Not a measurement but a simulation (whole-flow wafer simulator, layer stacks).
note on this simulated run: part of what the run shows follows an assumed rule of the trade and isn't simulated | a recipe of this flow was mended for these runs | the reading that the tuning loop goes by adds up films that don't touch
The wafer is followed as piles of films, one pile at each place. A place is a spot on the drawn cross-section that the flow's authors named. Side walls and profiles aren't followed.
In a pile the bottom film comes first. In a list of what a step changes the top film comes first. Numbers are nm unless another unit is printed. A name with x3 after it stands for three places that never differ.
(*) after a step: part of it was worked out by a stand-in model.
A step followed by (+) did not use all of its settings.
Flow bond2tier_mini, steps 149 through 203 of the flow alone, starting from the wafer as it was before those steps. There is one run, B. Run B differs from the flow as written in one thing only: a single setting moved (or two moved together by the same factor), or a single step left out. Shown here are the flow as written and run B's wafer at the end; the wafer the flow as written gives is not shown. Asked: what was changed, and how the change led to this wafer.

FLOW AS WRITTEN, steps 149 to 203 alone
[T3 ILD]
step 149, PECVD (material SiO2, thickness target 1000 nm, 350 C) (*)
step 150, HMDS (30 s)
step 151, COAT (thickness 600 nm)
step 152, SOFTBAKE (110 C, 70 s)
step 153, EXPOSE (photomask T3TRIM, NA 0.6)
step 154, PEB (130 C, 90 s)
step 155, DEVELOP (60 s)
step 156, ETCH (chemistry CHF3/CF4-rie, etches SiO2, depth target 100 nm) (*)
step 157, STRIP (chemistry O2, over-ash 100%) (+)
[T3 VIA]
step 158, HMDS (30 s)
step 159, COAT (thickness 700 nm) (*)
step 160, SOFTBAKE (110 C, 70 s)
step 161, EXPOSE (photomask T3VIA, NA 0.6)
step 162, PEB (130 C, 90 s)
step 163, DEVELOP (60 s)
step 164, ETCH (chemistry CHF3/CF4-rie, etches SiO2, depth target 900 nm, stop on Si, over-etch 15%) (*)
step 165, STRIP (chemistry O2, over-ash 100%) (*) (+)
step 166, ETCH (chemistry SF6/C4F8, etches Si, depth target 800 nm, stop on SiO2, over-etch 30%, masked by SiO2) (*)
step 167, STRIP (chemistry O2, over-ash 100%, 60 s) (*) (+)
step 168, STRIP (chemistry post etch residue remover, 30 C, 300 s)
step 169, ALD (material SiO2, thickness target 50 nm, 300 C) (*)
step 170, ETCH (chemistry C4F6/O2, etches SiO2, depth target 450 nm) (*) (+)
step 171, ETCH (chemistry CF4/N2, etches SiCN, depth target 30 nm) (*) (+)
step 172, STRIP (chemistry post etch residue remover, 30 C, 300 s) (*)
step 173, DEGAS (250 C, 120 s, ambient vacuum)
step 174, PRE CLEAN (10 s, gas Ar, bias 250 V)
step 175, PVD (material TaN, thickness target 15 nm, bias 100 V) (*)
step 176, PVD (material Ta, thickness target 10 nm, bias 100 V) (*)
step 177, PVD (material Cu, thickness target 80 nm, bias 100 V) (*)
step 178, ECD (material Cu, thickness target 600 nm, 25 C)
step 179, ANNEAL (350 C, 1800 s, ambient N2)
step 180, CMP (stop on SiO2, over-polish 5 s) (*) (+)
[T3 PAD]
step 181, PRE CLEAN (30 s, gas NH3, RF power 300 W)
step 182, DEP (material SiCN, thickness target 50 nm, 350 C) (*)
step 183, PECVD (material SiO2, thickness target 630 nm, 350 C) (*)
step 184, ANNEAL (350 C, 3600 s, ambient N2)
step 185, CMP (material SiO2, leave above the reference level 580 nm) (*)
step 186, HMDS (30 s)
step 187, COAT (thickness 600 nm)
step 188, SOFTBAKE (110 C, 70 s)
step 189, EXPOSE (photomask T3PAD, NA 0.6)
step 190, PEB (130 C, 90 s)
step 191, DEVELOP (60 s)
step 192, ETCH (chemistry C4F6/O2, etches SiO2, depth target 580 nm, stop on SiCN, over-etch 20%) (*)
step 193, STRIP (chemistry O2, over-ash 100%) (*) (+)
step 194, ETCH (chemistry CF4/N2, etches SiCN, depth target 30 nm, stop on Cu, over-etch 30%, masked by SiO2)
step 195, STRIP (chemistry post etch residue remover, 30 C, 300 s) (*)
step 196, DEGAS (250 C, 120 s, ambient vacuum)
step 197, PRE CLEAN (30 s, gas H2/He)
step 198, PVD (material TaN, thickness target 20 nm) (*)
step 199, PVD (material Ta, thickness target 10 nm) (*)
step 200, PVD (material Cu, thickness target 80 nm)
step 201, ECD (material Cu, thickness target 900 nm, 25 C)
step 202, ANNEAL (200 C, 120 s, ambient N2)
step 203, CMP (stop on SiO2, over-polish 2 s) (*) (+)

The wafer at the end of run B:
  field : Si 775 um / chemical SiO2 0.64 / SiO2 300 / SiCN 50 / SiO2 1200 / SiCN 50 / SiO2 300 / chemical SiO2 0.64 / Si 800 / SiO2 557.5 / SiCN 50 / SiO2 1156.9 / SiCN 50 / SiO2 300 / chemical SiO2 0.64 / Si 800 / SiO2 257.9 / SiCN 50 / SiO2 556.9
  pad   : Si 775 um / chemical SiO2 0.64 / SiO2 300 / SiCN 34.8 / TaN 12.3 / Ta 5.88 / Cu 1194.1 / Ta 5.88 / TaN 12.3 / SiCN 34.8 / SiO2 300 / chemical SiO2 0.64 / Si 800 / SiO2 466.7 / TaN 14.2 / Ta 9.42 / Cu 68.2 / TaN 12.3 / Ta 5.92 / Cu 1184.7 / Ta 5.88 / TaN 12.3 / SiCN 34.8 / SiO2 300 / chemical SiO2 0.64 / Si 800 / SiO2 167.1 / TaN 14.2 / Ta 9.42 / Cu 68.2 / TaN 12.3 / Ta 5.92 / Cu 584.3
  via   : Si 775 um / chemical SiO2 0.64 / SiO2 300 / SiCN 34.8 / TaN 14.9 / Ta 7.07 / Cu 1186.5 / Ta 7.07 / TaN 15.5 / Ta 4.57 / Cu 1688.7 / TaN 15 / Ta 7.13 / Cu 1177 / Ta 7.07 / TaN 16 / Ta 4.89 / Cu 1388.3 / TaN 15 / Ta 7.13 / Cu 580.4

Cause: step 149, PECVD: thickness target 700 nm was run, while the flow as written has thickness target 1000 nm.

The path from the change to this, step by step:
  step 149, PECVD (material SiO2, thickness target 1000 nm, 350 C) (*)
      field, pad, via: SiO2 gains 700 (new film) (it would be, as written: SiO2 gains 1000 (new film))
  step 164, ETCH (chemistry CHF3/CF4-rie, etches SiO2, depth target 900 nm, stop on Si, over-etch 15%) (*)
      field, pad: thick-KrF-resist loses 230 (it would be, as written: thick-KrF-resist loses 345)
      via: SiO2 loses 600 (all of it), Si loses 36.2 (it would be, as written: SiO2 loses 900 (all of it), Si loses 11.2)
  step 165, STRIP (chemistry O2, over-ash 100%) (*) (+)
      field: thick-KrF-resist loses 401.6 (all of it) (it would be, as written: thick-KrF-resist loses 286.6 (all of it))
      pad: thick-KrF-resist loses 487.9 (all of it) (it would be, as written: thick-KrF-resist loses 372.9 (all of it))
  step 166, ETCH (chemistry SF6/C4F8, etches Si, depth target 800 nm, stop on SiO2, over-etch 30%, masked by SiO2) (*)
      via: Si loses 763.8 (all of it), chemical SiO2 loses 0.64 (all of it), SiO2 loses 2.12 (it would be, as written: Si loses 788.8 (all of it), chemical SiO2 loses 0.64 (all of it), SiO2 loses 1.87)
  step 177, PVD (material Cu, thickness target 80 nm, bias 100 V) (*)
      via: Cu gains 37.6 (new film) (it would be, as written: Cu gains 35 (new film))
  step 178, ECD (material Cu, thickness target 600 nm, 25 C)
      via: Cu gains 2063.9 (it would be, as written: Cu gains 2367)
